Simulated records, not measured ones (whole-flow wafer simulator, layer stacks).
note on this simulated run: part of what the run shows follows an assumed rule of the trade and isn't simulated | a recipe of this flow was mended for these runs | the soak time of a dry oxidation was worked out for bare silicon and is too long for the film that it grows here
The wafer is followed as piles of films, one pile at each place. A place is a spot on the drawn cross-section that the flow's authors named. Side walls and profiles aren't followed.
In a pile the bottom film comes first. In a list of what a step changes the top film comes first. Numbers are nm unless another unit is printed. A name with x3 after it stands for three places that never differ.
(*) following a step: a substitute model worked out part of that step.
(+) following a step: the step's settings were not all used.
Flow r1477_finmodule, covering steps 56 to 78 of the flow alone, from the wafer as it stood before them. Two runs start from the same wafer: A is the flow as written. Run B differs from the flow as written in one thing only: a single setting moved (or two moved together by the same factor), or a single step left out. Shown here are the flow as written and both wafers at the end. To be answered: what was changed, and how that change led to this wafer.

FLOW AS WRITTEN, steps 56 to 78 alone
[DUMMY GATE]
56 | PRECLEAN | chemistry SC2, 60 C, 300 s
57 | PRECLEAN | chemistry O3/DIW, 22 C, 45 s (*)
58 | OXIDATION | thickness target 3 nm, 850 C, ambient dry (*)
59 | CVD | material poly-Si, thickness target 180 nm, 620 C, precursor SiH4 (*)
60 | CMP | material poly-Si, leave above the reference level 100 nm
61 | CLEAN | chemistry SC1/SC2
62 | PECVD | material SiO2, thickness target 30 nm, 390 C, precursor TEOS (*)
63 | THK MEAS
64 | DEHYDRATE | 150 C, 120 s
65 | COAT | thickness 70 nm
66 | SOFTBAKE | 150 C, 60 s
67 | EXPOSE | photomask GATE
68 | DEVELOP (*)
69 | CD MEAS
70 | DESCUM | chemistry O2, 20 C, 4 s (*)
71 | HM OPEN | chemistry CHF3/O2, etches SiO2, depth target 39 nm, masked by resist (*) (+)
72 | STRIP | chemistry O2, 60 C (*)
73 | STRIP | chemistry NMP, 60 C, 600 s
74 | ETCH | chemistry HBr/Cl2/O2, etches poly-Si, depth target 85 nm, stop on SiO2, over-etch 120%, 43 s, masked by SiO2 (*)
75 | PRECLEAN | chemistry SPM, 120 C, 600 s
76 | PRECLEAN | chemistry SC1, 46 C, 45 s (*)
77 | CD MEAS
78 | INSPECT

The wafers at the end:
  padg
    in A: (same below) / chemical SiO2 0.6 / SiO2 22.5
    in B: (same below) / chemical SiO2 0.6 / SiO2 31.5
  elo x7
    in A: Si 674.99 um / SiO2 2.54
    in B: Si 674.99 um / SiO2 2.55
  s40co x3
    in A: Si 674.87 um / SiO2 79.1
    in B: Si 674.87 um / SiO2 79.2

What caused this: step 62, PECVD: thickness target 39 nm was run, though the flow has thickness target 30 nm.

The path from the change to this, step by step:
  62 | PECVD | material SiO2, thickness target 30 nm, 390 C, precursor TEOS (*)
      pad, padg, elg x7 and 27 more: A +30 SiO2 (new film) | B +39 SiO2 (new film)
  71 | HM OPEN | chemistry CHF3/O2, etches SiO2, depth target 39 nm, masked by resist (*) (+)
      pad, elo x7, eso x6, e200so, s40co x3: A -30 SiO2 (all of it), -0.6 chemical SiO2 (all of it), -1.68 poly-Si | B -39 SiO2 (all of it)
  72 | STRIP | chemistry O2, 60 C (*)
      pad, elo x7, eso x6, e200so, s40co x3: A +1.12 chemical SiO2 (new film), -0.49 poly-Si | B +0.54 chemical SiO2, -0.24 poly-Si
